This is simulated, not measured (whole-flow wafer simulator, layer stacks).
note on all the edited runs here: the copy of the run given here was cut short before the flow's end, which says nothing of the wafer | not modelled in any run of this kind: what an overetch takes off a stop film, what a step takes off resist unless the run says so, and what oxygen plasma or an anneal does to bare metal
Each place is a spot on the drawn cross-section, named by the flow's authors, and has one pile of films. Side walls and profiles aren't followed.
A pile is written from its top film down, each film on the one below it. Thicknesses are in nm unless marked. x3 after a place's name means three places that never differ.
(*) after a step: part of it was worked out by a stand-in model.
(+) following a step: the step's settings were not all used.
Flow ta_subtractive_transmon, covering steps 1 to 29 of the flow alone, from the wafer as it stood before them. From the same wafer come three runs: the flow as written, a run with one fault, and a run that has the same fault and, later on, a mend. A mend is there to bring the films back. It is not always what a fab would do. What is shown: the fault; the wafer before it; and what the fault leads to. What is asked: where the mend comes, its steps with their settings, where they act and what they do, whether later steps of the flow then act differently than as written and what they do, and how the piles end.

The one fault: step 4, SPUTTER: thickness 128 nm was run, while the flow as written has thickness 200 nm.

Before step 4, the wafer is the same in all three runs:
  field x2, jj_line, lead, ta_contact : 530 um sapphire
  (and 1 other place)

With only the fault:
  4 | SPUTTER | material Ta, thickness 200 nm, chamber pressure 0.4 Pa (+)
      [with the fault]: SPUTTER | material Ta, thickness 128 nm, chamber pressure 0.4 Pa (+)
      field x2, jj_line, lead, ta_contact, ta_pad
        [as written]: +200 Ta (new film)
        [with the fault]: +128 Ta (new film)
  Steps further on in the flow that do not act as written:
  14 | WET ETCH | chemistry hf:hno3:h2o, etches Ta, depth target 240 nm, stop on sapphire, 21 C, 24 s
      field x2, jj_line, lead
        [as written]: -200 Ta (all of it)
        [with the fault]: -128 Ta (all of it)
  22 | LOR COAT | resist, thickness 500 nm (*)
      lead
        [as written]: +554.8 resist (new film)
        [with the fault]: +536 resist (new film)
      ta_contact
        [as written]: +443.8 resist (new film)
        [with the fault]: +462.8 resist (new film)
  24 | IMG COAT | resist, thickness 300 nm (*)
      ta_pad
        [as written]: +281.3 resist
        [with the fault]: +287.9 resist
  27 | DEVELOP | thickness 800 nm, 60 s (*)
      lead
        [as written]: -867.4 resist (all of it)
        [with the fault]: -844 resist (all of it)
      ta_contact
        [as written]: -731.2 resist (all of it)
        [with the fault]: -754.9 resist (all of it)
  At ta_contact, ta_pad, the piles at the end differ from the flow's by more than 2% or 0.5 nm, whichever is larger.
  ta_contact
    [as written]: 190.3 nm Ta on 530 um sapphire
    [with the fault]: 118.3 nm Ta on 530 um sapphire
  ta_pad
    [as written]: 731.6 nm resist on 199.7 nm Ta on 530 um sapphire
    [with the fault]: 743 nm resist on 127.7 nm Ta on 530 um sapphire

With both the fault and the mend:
  The mend follows step 5.
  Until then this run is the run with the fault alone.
  5a | SPUTTER | material Ta, thickness 72 nm, chamber pressure 0.4 Pa (+) (the flow's step 4 again, with other settings)
      field x2, jj_line, lead, ta_contact, ta_pad
        +72 Ta
  Every later step of the flow that is run acts as written at every place that is followed.
  At every place that both follow, the piles at the end match the flow's.
